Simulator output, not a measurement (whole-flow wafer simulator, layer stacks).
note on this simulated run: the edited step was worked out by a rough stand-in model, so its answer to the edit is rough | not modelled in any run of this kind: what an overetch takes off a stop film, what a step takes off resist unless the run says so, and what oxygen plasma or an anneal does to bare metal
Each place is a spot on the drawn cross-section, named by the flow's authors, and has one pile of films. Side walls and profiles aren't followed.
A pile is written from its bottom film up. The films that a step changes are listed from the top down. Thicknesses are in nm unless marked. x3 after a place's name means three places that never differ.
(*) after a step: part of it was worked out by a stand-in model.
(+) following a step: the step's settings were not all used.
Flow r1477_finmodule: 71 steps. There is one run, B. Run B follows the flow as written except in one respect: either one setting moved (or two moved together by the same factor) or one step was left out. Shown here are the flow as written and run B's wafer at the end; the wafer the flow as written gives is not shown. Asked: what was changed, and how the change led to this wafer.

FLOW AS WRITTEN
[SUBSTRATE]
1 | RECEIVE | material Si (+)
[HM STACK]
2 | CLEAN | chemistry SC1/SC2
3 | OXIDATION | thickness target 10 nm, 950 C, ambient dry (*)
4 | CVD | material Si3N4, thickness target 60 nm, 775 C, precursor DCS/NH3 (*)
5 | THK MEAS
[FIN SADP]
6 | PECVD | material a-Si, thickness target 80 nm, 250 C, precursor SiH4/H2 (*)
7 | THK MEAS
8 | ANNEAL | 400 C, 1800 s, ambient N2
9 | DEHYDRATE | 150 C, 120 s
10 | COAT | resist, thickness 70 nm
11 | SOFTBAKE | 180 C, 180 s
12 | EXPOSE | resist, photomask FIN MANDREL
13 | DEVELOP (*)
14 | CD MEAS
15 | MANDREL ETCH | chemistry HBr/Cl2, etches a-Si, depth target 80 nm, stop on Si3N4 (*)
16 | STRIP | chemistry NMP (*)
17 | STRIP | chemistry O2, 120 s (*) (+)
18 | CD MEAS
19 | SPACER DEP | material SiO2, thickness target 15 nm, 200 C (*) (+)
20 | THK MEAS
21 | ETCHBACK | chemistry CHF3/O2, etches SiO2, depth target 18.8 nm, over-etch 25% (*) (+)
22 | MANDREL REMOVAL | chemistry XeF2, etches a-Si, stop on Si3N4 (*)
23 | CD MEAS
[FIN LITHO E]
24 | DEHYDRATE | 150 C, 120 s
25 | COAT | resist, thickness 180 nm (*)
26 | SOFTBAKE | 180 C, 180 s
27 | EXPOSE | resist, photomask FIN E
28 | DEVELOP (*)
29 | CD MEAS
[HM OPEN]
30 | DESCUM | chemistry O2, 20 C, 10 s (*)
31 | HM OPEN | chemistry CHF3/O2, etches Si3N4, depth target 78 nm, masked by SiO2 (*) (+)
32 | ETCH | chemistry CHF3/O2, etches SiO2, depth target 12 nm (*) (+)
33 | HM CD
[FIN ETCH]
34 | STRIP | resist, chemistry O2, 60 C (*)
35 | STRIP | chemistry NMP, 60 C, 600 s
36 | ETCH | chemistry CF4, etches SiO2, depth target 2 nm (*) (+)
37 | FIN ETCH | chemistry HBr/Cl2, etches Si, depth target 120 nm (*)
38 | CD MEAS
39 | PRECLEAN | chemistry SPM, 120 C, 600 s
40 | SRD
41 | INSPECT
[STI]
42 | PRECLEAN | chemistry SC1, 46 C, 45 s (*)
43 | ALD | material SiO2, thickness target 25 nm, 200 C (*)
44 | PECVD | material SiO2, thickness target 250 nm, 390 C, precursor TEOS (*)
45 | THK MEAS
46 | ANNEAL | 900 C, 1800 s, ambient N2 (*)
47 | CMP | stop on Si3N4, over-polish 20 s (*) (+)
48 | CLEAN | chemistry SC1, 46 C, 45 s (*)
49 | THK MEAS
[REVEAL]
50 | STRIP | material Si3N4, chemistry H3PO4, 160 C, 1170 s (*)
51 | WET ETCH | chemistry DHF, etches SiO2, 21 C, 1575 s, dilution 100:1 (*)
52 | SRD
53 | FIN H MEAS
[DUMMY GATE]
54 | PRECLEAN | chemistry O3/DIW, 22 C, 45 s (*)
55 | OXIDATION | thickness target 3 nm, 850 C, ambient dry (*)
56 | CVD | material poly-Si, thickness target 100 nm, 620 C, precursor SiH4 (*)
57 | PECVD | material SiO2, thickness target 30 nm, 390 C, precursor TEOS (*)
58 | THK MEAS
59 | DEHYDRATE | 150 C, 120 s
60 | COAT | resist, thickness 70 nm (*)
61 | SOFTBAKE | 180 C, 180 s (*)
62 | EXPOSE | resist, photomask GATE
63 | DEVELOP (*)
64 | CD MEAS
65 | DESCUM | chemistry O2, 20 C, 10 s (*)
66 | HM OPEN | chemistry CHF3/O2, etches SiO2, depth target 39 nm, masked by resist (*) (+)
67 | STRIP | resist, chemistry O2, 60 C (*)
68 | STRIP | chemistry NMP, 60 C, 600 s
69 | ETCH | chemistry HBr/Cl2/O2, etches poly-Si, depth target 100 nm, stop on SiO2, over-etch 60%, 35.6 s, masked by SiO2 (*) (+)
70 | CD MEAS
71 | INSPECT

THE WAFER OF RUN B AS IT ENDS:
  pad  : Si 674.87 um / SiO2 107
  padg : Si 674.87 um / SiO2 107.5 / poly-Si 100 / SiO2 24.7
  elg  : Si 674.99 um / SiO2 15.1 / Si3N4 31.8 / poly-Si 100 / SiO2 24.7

What caused this: step 3, OXIDATION: thickness target 15.1 nm was run, while the flow as written has thickness target 10 nm.
One can read it off the wafer: elg has SiO2 15.1, and step 3 as written asks for 10 nm.

How this came from the change, step by step:
  3 | OXIDATION | thickness target 10 nm, 950 C, ambient dry (*)
      pad, padg, elg and 33 more: +15.1 SiO2 (new film), -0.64 chemical SiO2 (all of it), -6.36 Si (as written it would have been: +10 SiO2 (new film), -0.64 chemical SiO2 (all of it), -4.12 Si)
  31 | HM OPEN | chemistry CHF3/O2, etches Si3N4, depth target 78 nm, masked by SiO2 (*) (+)
      pad, padg, esg and 13 more: -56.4 Si3N4 (all of it), -10.8 SiO2 (as written it would have been: -56.4 Si3N4 (all of it), -10 SiO2 (all of it))
  32 | ETCH | chemistry CHF3/O2, etches SiO2, depth target 12 nm (*) (+)
      pad, padg, e40sg and 11 more: -4.29 SiO2 (all of it), -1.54 Si (as written it would have been: -2.4 Si)
      esg, eso: -4.29 SiO2 (all of it), -1.54 Si (as written it would have been: -1.77 Si)
      (also at 6 further places)
  43 | ALD | material SiO2, thickness target 25 nm, 200 C (*)
      esg: +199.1 SiO2 (new film) (as written it would have been: +194.3 SiO2 (new film))
  47 | CMP | stop on Si3N4, over-polish 20 s (*) (+)
      pad, padg, e40sg and 11 more: -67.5 SiO2 (as written it would have been: -71.8 SiO2)
      eso: -67.5 SiO2 (as written it would have been: -72.4 SiO2)
  51 | WET ETCH | chemistry DHF, etches SiO2, 21 C, 1575 s, dilution 100:1 (*)
      s40sg_line, s45sg_line, s50sg_line, s40so_line, s45so_line, s50so_line: -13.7 SiO2 (all of it) (as written it would have been: -8.63 SiO2 (all of it))
  56 | CVD | material poly-Si, thickness target 100 nm, 620 C, precursor SiH4 (*)
      s40cg, s40co: +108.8 poly-Si (new film) (as written it would have been: +113.9 poly-Si (new film))
      s45cg, s45co: +108.3 poly-Si (new film) (as written it would have been: +113.4 poly-Si (new film))
      (also at 2 further places)
  60 | COAT | resist, thickness 70 nm (*)
      s40sg, s40so: +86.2 resist (new film) (as written it would have been: +91 resist (new film))
      s45sg, s45so: +86.1 resist (new film) (as written it would have been: +91 resist (new film))
      (also at 2 further places)
  63 | DEVELOP (*)
      s40so: -86.2 resist (all of it) (as written it would have been: -91 resist (all of it))
      s45so: -86.1 resist (all of it) (as written it would have been: -91 resist (all of it))
      (also at 1 further place)
  67 | STRIP | resist, chemistry O2, 60 C (*)
      s40sg: -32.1 resist (all of it) (as written it would have been: -36.9 resist (all of it))
      s45sg: -32 resist (all of it) (as written it would have been: -36.9 resist (all of it))
      (also at 1 further place)
  69 | ETCH | chemistry HBr/Cl2/O2, etches poly-Si, depth target 100 nm, stop on SiO2, over-etch 60%, 35.6 s, masked by SiO2 (*) (+)
      s40co: -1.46 chemical SiO2 (all of it), -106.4 poly-Si (all of it), -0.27 SiO2 (as written it would have been: -1.46 chemical SiO2 (all of it), -111.5 poly-Si (all of it), -0.24 SiO2)
      s45co: -1.46 chemical SiO2 (all of it), -105.8 poly-Si (all of it), -0.27 SiO2 (as written it would have been: -1.46 chemical SiO2 (all of it), -110.9 poly-Si (all of it), -0.25 SiO2)
      (also at 1 further place)
